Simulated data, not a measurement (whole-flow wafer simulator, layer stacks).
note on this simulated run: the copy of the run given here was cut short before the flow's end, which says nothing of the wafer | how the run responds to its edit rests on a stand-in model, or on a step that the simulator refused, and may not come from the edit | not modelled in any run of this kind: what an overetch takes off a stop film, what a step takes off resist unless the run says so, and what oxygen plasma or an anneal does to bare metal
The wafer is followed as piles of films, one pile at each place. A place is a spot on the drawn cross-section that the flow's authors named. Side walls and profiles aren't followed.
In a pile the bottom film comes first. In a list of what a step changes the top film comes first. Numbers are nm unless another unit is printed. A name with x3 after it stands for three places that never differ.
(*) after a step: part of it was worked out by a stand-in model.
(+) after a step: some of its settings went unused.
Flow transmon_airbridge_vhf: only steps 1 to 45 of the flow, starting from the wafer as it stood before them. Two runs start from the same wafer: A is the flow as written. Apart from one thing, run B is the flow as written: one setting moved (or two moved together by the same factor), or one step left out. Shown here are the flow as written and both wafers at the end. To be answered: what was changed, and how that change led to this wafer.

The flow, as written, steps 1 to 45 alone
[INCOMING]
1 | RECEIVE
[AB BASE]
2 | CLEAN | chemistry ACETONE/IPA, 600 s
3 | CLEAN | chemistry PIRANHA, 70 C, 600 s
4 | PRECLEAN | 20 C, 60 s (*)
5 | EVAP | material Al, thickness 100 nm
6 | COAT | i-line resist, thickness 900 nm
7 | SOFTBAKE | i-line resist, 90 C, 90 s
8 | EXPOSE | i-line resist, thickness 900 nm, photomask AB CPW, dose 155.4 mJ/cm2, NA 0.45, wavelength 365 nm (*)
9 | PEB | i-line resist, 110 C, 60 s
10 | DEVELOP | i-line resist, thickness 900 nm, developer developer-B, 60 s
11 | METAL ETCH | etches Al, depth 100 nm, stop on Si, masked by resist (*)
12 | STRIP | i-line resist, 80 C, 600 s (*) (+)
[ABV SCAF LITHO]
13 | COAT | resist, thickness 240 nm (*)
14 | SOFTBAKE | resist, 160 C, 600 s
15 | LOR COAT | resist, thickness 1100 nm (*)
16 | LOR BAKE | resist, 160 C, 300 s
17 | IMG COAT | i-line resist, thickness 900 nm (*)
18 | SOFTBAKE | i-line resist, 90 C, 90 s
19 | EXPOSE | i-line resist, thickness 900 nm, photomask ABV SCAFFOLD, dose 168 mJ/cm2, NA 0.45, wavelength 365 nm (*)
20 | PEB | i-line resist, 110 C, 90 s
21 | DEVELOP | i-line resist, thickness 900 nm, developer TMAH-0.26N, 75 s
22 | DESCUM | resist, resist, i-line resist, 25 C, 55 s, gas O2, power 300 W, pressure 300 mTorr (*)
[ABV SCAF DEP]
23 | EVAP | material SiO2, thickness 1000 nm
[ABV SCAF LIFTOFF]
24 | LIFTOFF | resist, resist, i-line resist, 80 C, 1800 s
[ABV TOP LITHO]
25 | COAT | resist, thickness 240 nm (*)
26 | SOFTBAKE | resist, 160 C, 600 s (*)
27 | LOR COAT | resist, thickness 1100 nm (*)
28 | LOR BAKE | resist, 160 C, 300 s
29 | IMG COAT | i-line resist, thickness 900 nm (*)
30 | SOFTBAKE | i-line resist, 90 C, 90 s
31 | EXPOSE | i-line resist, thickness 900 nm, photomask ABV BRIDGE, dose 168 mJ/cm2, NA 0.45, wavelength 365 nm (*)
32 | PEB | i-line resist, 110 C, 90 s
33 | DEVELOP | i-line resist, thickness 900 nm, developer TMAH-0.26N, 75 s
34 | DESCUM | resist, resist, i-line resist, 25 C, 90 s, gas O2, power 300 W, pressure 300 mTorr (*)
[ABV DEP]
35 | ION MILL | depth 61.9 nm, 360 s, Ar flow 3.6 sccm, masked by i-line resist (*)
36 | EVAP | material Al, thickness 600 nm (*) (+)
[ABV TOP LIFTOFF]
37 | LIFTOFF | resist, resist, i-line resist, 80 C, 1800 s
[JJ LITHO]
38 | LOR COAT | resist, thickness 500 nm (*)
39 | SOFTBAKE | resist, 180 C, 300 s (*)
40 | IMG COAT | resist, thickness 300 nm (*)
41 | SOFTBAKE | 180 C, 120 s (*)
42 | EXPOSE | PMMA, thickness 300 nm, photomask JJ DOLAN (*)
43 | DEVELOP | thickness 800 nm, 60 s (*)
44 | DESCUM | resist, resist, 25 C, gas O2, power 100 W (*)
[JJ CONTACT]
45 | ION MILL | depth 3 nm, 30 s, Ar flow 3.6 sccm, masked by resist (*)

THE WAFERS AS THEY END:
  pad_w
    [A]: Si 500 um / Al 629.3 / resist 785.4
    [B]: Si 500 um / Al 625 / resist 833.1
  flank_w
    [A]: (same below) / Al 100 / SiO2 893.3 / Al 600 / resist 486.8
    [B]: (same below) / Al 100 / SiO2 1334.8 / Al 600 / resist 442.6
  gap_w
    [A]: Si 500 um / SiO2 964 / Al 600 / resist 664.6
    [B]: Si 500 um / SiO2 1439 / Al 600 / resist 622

What caused this: step 23, EVAP: thickness 1475 nm was run, while the flow as written has thickness 1000 nm.

The path from the change to this, step by step:
  23 | EVAP | material SiO2, thickness 1000 nm
      field x3, jj_line, ground_far and 10 more: A SiO2 gains 1000 (new film) | B SiO2 gains 1475 (new film)
      flank_w, flank_e: A SiO2 gains 929.3 (new film) | B SiO2 gains 1370.7 (new film)
  24 | LIFTOFF | resist, resist, i-line resist, 80 C, 1800 s
      field x3, jj_line, trace_open_s x2: A SiO2 loses 1000 (all of it), i-line resist loses 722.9 (all of it), resist loses 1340 (all of it) | B SiO2 loses 1475 (all of it), i-line resist loses 722.9 (all of it), resist loses 1340 (all of it)
      pad_w, pad_e: A SiO2 loses 1000 (all of it), i-line resist loses 718 (all of it), resist loses 1330.2 (all of it) | B SiO2 loses 1475 (all of it), i-line resist loses 718 (all of it), resist loses 1330.2 (all of it)
      (as well as at 1 more place)
  25 | COAT | resist, thickness 240 nm (*)
      flank_w, flank_e: A resist gains 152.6 (new film) | B resist gains 136.7 (new film)
      gap_w, gap_e: A resist gains 210.7 (new film) | B resist gains 191 (new film)
      (as well as at 6 more places)
  27 | LOR COAT | resist, thickness 1100 nm (*)
      gap_w, gap_e: A resist gains 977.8 | B resist gains 915.7
      margin_s, margin_n: A resist gains 823.4 | B resist gains 721.8
      (as well as at 6 more places)
  29 | IMG COAT | i-line resist, thickness 900 nm (*)
      gap_w, gap_e: A i-line resist gains 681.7 (new film) | B i-line resist gains 576.4 (new film)
      margin_s, margin_n: A i-line resist gains 603.2 (new film) | B i-line resist gains 454.7 (new film)
      (as well as at 7 more places)
  32 | PEB | i-line resist, 110 C, 90 s
      pad_w, pad_e: A i-line resist loses 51 | B i-line resist loses 53.3
      flank_w, flank_e: A i-line resist loses 38.3 | B i-line resist loses 33.4
      (as well as at 7 more places)
  33 | DEVELOP | i-line resist, thickness 900 nm, developer TMAH-0.26N, 75 s
      gap_w, gap_e: A i-line resist loses 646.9 (all of it), resist loses 977.8 | B i-line resist loses 547.2 (all of it), resist loses 915.7
      pad_w: A i-line resist loses 937.2 (all of it), resist loses 1247.8 | B i-line resist loses 977.3 (all of it), resist loses 1321.7
      (as well as at 5 more places)
  34 | DESCUM | resist, resist, i-line resist, 25 C, 90 s, gas O2, power 300 W, pressure 300 mTorr (*)
      flank_w, flank_e: A resist loses 152.6 (all of it) | B resist loses 136.7 (all of it)
      gap_w, gap_e: A resist loses 210.7 (all of it) | B resist loses 191 (all of it)
      (as well as at 4 more places)
  37 | LIFTOFF | resist, resist, i-line resist, 80 C, 1800 s
      margin_s, margin_n: A Al loses 600 (all of it), i-line resist loses 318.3 (all of it), resist loses 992 (all of it) | B Al loses 600 (all of it), i-line resist loses 177.6 (all of it), resist loses 864.2 (all of it)
      ground_far: A Al loses 600 (all of it), i-line resist loses 717.9 (all of it), resist loses 1384.9 (all of it) | B Al loses 600 (all of it), i-line resist loses 776.6 (all of it), resist loses 1397.4 (all of it)
  38 | LOR COAT | resist, thickness 500 nm (*)
      pad_w, pad_e: A resist gains 517 (new film) | B resist gains 548.5 (new film)
      flank_w, flank_e: A resist gains 306.5 (new film) | B resist gains 276.8 (new film)
      (as well as at 6 more places)
  40 | IMG COAT | resist, thickness 300 nm (*)
      pad_w, pad_e: A resist gains 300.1 | B resist gains 316.4
      flank_w, flank_e: A resist gains 212.1 | B resist gains 197.6
      (as well as at 6 more places)
